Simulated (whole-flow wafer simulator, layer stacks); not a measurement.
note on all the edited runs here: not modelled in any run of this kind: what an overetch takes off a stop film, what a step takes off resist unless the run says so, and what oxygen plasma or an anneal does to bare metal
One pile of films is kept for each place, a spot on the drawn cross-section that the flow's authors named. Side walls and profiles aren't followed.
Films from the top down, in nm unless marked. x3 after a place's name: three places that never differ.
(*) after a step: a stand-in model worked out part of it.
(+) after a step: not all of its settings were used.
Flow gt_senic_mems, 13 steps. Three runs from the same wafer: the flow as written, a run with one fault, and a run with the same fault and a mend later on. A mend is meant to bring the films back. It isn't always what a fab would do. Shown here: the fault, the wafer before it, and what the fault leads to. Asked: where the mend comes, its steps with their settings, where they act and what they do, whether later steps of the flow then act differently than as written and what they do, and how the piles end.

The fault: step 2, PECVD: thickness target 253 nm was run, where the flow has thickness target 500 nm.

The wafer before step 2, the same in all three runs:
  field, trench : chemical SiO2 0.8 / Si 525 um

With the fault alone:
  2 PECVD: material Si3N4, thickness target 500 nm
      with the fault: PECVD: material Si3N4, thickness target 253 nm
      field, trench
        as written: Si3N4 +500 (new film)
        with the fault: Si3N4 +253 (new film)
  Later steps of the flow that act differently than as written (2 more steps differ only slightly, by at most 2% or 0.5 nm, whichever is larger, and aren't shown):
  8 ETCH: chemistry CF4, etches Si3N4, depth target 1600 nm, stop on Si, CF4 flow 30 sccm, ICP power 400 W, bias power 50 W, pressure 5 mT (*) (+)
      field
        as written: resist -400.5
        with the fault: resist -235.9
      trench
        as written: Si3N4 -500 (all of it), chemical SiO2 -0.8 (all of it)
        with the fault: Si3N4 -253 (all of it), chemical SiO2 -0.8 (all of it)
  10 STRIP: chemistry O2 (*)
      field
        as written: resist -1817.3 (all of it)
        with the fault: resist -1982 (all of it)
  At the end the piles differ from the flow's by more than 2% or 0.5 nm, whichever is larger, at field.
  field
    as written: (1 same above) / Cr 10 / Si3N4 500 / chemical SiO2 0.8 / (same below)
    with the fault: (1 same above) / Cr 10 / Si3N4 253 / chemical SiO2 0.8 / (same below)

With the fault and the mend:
  The mend comes after step 7.
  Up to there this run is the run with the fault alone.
  7a STRIP: chemistry O2 (*)
      field
        resist -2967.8 (all of it)
  7b PECVD: material Si3N4, thickness target 247 nm (the flow's step 2 once more, with other settings)
      field, trench
        Si3N4 +247
  7c HMDS (the flow's step 3 once more)
      changes no film at any place that is followed
  7d COAT: resist, thickness 3000 nm (the flow's step 4 once more)
      field, trench
        resist +3000 (new film)
  7e SOFTBAKE: resist (the flow's step 5 once more)
      changes no film at any place that is followed
  7f EXPOSE: photomask DEVICE, dose 108.9 mJ/cm2, wavelength 405 nm (*) (the flow's step 6 once more)
      changes no film at any place that is followed
  7g DEVELOP: resist, thickness 3000 nm, developer developer-E, 60 s (the flow's step 7 once more)
      field
        resist -32.2
      trench
        resist -3000 (all of it)
  No later step of the flow acts differently than as written at any place that is followed.
  At the end the piles are the same as the flow's at every place that both follow.
